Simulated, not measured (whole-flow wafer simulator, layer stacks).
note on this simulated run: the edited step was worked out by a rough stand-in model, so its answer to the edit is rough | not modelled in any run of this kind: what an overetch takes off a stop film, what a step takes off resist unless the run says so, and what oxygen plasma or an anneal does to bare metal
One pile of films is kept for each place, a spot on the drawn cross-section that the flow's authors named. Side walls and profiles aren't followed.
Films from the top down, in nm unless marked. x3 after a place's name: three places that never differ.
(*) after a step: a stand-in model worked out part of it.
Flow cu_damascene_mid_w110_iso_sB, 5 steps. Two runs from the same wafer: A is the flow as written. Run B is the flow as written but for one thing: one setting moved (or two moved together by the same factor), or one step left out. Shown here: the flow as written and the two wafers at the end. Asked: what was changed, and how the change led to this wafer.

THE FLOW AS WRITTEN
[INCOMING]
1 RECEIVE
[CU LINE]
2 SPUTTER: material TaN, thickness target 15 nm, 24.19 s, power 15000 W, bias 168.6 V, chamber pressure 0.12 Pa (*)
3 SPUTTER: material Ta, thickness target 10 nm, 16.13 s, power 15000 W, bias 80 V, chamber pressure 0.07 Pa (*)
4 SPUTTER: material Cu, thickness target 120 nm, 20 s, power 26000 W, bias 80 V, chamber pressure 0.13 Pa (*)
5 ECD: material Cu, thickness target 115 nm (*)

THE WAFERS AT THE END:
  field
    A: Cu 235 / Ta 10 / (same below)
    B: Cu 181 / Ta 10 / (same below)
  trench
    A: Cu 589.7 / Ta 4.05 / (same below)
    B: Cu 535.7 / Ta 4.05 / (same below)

The cause: step 4, SPUTTER: thickness target 66 nm was run, where the flow has thickness target 120 nm; step 4, SPUTTER: 11 s was run, where the flow has 20 s.

How the change led to this, step by step:
  4 SPUTTER: material Cu, thickness target 120 nm, 20 s, power 26000 W, bias 80 V, chamber pressure 0.13 Pa (*)
      field: A Cu +120 (new film) | B Cu +66 (new film)
      trench: A Cu +49.9 (new film) | B Cu +27.5 (new film)
  5 ECD: material Cu, thickness target 115 nm (*)
      trench: A Cu +539.8 | B Cu +508.3
